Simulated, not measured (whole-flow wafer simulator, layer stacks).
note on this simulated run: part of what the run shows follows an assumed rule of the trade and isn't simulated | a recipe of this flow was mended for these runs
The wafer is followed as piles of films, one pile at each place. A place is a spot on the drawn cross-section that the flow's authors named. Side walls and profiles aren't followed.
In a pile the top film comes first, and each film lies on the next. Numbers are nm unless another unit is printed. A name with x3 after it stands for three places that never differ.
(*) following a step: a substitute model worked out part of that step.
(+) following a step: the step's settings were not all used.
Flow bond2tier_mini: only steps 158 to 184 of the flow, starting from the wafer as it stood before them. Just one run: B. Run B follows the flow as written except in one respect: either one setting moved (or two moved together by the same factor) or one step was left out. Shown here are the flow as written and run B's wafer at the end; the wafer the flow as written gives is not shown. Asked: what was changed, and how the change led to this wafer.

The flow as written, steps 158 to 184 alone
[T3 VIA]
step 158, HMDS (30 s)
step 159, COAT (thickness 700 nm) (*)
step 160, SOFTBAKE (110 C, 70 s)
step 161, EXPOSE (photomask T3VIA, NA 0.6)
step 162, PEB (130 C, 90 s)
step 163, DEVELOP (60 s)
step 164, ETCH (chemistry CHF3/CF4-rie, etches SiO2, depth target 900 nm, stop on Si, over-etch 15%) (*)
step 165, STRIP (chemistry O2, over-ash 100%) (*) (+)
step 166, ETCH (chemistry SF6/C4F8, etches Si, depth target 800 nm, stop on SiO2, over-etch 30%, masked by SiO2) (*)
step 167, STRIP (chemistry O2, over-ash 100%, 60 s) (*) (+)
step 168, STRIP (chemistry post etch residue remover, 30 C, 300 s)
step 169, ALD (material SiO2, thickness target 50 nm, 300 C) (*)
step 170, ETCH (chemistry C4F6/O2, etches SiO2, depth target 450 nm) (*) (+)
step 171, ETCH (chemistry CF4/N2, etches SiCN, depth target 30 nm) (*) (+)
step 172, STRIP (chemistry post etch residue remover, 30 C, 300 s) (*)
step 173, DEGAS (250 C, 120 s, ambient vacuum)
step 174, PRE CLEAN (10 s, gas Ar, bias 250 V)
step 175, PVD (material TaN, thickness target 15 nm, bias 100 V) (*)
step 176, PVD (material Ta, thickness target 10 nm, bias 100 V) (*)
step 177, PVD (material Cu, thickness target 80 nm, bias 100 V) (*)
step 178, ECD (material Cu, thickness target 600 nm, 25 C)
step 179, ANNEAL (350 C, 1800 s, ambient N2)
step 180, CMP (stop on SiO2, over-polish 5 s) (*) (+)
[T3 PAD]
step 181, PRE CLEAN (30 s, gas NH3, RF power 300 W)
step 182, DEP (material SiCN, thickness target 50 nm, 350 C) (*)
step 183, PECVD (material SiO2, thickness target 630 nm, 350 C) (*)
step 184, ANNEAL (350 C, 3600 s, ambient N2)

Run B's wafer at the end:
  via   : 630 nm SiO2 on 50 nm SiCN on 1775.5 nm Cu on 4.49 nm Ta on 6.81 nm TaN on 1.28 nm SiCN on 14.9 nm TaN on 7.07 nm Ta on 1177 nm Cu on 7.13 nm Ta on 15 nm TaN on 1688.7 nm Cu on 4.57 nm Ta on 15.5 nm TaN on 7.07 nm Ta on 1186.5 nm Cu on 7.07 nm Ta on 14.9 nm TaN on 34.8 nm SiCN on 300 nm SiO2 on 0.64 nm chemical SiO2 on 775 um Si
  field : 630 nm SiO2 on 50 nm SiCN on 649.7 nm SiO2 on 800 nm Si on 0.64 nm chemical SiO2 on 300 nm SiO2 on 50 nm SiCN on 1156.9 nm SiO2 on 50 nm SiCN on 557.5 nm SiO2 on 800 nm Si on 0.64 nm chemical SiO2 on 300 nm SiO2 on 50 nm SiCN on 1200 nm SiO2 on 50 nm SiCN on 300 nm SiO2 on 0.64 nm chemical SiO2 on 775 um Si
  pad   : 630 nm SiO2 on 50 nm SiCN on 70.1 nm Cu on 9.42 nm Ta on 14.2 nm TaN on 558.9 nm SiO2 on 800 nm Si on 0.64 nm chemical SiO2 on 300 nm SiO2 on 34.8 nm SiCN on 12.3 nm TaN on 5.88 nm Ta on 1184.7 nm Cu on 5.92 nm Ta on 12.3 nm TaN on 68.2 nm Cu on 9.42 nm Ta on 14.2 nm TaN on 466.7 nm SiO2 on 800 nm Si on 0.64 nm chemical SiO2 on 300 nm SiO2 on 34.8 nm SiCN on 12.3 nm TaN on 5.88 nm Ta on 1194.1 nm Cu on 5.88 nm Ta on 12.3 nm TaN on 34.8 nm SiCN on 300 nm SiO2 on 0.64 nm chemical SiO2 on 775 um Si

The reason: step 170, ETCH: depth target 357.8 nm was run, though the flow has depth target 450 nm.

How this came from the change, step by step:
  step 170, ETCH (chemistry C4F6/O2, etches SiO2, depth target 450 nm) (*) (+)
      field, pad: -357.8 SiO2 (as written it would have been: -450 SiO2)
      via: -348.1 SiO2 (all of it), -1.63 SiCN (as written it would have been: -348.1 SiO2 (all of it), -17.2 SiCN)
  step 171, ETCH (chemistry CF4/N2, etches SiCN, depth target 30 nm) (*) (+)
      via: -30 SiCN (as written it would have been: -17.6 SiCN (all of it), -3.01 TaN)
  step 174, PRE CLEAN (10 s, gas Ar, bias 250 V)
      via: -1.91 SiCN (as written it would have been: -3.19 TaN)
  step 175, PVD (material TaN, thickness target 15 nm, bias 100 V) (*)
      via: +6.81 TaN (new film) (as written it would have been: +6.94 TaN)
  step 177, PVD (material Cu, thickness target 80 nm, bias 100 V) (*)
      via: +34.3 Cu (new film) (as written it would have been: +35 Cu (new film))
  step 178, ECD (material Cu, thickness target 600 nm, 25 C)
      via: +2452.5 Cu (as written it would have been: +2367 Cu)
If metal films that touch count as one body, via has 2 bodies (between them, from the top down: SiCN 1.28); the flow as written gives 1 body.
